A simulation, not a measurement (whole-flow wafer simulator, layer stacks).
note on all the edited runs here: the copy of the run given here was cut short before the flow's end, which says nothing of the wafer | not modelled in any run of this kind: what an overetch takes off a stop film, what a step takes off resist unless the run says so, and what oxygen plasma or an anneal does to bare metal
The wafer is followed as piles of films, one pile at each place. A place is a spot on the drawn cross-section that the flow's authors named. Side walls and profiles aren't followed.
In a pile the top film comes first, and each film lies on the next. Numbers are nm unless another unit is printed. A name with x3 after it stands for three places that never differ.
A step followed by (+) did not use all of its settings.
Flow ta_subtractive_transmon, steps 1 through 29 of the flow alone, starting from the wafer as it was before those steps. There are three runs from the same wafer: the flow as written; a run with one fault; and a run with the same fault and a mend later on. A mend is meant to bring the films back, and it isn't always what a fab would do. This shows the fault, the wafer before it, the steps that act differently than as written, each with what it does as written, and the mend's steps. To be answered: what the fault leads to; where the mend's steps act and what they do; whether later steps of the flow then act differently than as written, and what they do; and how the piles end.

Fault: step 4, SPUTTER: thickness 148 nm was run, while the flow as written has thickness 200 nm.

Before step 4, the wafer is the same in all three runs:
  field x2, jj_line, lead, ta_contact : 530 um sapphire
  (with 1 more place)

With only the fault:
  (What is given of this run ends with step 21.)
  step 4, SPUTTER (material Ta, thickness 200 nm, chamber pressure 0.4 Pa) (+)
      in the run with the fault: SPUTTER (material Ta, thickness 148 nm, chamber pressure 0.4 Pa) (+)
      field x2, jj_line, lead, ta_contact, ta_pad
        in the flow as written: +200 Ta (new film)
        in the run with the fault: +148 Ta (new film)
  Later steps of the flow acting differently than as written:
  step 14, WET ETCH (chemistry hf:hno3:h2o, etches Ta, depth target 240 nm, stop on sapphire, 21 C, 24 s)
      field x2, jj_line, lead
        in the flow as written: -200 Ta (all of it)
        in the run with the fault: -148 Ta (all of it)
  After step 21, at ta_contact, ta_pad, the piles differ from the flow's by more than 2% or 0.5 nm, whichever is larger.
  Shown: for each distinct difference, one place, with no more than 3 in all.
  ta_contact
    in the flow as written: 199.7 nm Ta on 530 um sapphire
    in the run with the fault: 147.7 nm Ta on 530 um sapphire

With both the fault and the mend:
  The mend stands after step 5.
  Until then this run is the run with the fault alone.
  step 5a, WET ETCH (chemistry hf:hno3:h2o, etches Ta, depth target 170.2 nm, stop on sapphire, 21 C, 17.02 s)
      field x2, jj_line, lead, ta_contact, ta_pad
        -148 Ta (all of it)
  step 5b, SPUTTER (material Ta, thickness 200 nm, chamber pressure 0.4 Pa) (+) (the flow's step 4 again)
      field x2, jj_line, lead, ta_contact, ta_pad
        +200 Ta (new film)
  None of the later steps of the flow acts differently than as written at any place that is followed.
  At every place that both follow, the piles at the end match the flow's.
